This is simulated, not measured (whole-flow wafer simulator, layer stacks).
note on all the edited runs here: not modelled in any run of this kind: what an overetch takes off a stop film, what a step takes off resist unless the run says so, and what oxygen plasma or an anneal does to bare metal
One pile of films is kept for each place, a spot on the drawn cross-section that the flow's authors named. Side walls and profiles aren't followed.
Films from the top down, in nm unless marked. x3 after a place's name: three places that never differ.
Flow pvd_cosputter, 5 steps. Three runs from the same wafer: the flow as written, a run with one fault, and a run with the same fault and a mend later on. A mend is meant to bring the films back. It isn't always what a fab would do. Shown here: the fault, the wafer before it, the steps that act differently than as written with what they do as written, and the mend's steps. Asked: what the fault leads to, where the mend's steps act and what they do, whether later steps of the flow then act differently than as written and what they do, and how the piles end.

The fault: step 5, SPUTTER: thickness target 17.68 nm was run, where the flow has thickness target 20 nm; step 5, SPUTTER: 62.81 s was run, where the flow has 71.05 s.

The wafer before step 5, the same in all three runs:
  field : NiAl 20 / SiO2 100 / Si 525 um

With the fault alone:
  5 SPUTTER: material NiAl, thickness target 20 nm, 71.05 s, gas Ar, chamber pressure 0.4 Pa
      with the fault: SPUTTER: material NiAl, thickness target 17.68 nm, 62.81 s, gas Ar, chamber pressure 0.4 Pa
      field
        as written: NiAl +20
        with the fault: NiAl +17.7
  No later step of the flow acts differently than as written at any place that is followed.
  At the end the piles differ from the flow's by more than 2% or 0.5 nm, whichever is larger, at field.
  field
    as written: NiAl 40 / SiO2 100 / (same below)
    with the fault: NiAl 37.7 / SiO2 100 / (same below)

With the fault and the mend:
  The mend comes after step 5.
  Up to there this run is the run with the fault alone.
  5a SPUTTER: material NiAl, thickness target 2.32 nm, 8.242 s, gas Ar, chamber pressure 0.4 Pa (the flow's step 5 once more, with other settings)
      field
        NiAl +2.32
  No later step of the flow acts differently than as written at any place that is followed.
  At the end the piles are the same as the flow's at every place that both follow.
